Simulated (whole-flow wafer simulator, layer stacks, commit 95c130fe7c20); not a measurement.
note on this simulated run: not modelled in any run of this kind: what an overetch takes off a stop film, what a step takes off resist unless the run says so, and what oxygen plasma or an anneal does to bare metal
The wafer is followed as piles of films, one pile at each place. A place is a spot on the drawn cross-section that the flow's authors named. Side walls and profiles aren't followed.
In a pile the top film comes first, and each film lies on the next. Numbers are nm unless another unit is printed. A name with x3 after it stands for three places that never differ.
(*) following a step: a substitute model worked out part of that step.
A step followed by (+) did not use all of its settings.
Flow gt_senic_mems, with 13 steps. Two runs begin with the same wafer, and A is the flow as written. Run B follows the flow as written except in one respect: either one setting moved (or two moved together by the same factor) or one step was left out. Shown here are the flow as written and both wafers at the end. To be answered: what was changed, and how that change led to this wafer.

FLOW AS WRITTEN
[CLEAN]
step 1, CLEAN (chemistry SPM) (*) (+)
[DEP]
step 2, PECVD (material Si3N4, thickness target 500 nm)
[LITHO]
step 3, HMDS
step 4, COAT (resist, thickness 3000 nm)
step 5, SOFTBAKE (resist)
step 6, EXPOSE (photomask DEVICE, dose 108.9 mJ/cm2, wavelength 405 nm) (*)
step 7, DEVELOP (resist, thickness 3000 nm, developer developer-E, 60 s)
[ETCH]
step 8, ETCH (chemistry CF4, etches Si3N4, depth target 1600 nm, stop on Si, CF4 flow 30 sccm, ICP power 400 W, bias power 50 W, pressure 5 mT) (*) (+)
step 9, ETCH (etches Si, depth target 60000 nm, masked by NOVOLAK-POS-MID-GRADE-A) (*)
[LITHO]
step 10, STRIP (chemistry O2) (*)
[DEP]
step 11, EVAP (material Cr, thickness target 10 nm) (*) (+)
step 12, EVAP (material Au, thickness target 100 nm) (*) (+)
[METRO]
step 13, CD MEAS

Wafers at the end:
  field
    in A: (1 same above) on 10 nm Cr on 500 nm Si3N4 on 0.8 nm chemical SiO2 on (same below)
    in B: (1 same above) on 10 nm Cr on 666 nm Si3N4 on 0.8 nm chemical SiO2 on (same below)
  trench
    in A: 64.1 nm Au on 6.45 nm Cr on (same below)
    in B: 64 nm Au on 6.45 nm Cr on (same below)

The reason: step 2, PECVD: thickness target 666 nm was run, whereas the flow has thickness target 500 nm.
The wafer itself shows it: field has Si3N4 666, and step 2 as written asks for 500 nm.

The path from the change to this, step by step:
  step 2, PECVD (material Si3N4, thickness target 500 nm)
      field, trench: A Si3N4 gains 500 (new film) | B Si3N4 gains 666 (new film)
  step 8, ETCH (chemistry CF4, etches Si3N4, depth target 1600 nm, stop on Si, CF4 flow 30 sccm, ICP power 400 W, bias power 50 W, pressure 5 mT) (*) (+)
      field: A resist loses 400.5 | B resist loses 511.2
      trench: A Si3N4 loses 500 (all of it), chemical SiO2 loses 0.8 (all of it) | B Si3N4 loses 666 (all of it), chemical SiO2 loses 0.8 (all of it)
  step 10, STRIP (chemistry O2) (*)
      field: A resist loses 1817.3 (all of it) | B resist loses 1706.6 (all of it)
